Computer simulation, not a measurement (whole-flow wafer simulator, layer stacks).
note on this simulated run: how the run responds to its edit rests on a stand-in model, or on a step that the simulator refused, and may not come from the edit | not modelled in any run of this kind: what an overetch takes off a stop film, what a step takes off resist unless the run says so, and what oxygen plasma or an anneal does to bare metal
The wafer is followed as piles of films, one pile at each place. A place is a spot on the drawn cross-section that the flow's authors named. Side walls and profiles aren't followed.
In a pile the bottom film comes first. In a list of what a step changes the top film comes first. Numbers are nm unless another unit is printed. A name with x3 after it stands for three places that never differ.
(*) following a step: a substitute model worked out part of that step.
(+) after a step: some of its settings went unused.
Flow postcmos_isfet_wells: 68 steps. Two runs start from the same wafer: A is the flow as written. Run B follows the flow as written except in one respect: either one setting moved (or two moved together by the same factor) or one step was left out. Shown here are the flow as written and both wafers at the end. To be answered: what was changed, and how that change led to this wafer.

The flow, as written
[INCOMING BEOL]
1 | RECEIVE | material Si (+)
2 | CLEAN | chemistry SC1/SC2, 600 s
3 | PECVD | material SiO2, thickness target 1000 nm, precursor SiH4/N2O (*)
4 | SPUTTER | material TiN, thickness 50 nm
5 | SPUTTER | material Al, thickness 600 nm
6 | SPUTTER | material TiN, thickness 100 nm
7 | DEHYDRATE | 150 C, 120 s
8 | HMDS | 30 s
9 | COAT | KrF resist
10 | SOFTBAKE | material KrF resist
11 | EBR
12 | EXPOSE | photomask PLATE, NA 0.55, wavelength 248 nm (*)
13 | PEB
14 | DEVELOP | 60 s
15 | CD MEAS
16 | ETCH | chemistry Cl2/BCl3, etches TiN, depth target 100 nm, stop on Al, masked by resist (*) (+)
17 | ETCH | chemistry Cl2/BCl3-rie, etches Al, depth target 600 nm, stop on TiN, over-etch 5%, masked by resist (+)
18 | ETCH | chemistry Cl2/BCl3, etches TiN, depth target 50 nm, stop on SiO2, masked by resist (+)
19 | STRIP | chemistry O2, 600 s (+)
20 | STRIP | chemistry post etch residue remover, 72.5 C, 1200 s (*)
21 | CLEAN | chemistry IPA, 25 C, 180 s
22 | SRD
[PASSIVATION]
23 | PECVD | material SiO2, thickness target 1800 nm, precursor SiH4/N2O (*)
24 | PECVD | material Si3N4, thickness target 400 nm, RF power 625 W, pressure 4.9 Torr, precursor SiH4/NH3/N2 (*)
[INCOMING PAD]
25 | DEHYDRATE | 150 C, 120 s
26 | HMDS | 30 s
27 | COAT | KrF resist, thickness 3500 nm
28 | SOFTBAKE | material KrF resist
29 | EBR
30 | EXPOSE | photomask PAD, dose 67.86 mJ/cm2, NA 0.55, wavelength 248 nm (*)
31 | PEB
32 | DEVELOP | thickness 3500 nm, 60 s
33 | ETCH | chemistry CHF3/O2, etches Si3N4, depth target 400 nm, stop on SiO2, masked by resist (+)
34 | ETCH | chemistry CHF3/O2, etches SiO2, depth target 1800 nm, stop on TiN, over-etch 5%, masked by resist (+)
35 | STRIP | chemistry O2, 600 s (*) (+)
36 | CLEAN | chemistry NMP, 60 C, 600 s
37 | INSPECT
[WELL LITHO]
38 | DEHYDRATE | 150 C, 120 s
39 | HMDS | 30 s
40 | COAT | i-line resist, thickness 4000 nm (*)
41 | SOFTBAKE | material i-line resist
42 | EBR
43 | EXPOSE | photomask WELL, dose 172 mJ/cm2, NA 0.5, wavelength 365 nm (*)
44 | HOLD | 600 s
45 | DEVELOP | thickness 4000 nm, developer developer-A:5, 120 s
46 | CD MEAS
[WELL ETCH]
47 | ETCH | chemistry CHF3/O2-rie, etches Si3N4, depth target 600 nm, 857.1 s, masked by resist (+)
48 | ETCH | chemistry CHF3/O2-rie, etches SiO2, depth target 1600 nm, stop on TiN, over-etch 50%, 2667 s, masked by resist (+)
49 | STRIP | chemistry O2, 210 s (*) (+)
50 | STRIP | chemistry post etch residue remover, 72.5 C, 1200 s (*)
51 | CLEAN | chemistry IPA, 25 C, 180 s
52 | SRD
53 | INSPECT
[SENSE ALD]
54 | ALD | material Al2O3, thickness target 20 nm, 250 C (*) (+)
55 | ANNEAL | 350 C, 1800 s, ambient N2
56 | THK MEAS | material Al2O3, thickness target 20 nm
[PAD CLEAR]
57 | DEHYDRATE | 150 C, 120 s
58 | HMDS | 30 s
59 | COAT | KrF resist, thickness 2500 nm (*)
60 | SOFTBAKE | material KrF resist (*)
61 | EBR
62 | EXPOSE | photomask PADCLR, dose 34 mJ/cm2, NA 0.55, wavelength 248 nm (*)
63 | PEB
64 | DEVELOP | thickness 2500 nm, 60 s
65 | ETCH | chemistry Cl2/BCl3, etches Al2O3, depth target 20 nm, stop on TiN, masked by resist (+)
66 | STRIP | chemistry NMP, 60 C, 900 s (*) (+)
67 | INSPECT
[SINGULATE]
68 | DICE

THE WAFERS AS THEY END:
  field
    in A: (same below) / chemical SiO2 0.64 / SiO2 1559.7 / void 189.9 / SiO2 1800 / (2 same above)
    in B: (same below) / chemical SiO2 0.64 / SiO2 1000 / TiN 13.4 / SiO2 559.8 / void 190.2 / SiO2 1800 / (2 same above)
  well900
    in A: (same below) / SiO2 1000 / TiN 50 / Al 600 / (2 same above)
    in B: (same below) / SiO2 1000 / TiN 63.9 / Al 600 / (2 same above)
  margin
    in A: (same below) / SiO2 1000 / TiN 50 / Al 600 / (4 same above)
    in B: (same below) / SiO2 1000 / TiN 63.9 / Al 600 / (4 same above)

What caused this: step 4, SPUTTER: thickness 63.86 nm was run, though the flow has thickness 50 nm.
The wafer lets one read it off: well900 has TiN 63.9, and step 4 as written asks for 50 nm.

How this came from the change, step by step:
  4 | SPUTTER | material TiN, thickness 50 nm
      field, margin, well900 and 6 more: A TiN gains 50 (new film) | B TiN gains 63.9 (new film)
  18 | ETCH | chemistry Cl2/BCl3, etches TiN, depth target 50 nm, stop on SiO2, masked by resist (+)
      field: A TiN loses 50 (all of it) | B TiN loses 50
  23 | PECVD | material SiO2, thickness target 1800 nm, precursor SiH4/N2O (*)
      field: A SiO2 gains 1800 (new film), void gains 189.9 (new film), SiO2 gains 559.7 | B SiO2 gains 1800 (new film), void gains 190.2 (new film), SiO2 gains 559.8 (new film)
If metal films that touch count as one body, field has 1 body; the flow as written gives 0 bodies.
